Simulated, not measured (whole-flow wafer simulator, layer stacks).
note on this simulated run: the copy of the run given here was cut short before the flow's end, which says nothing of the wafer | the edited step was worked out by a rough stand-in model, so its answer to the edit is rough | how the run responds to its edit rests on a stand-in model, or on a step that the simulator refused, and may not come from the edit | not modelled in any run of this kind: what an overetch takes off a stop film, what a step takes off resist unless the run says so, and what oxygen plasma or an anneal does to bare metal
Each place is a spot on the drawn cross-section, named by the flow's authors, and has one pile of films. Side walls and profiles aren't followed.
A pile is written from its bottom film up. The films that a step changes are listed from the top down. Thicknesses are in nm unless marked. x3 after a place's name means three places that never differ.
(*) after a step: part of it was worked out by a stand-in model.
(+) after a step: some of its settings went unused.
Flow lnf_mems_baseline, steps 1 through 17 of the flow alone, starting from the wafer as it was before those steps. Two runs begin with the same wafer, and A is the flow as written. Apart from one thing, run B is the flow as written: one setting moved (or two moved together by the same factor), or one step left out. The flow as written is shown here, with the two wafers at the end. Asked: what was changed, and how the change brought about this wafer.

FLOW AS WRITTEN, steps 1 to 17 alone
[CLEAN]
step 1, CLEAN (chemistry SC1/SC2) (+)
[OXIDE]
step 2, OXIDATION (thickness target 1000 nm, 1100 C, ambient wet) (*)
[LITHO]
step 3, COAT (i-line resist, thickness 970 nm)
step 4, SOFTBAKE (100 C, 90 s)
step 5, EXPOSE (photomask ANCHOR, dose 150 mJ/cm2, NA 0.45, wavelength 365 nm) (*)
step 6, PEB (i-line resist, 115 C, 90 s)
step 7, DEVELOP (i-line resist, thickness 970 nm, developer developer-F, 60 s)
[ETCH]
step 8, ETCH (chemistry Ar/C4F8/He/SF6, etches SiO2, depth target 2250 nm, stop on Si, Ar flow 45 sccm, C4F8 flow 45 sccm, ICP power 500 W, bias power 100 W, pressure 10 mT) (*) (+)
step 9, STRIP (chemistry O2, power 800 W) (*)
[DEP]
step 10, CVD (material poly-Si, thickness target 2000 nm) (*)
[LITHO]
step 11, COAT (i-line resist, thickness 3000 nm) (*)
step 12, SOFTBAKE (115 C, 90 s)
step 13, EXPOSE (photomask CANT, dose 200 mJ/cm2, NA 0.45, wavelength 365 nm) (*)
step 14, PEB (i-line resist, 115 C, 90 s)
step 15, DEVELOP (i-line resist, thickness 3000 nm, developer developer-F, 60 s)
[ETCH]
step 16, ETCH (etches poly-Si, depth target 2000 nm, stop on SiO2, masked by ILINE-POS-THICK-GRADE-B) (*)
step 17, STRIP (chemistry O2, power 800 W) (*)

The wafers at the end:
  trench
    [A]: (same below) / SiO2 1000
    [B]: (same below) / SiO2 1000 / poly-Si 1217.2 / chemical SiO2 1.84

Cause: step 16, ETCH: depth target 782 nm was run, while the flow as written has depth target 2000 nm.

How this came from the change, step by step:
  step 16, ETCH (etches poly-Si, depth target 2000 nm, stop on SiO2, masked by ILINE-POS-THICK-GRADE-B) (*)
      trench, char_slit: A -2000 poly-Si (all of it) | B -782 poly-Si
      field, anchor, beam: A -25 i-line resist | B -9.78 i-line resist
  step 17, STRIP (chemistry O2, power 800 W) (*)
      trench, char_slit: A nothing | B +1.84 chemical SiO2 (new film), -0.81 poly-Si
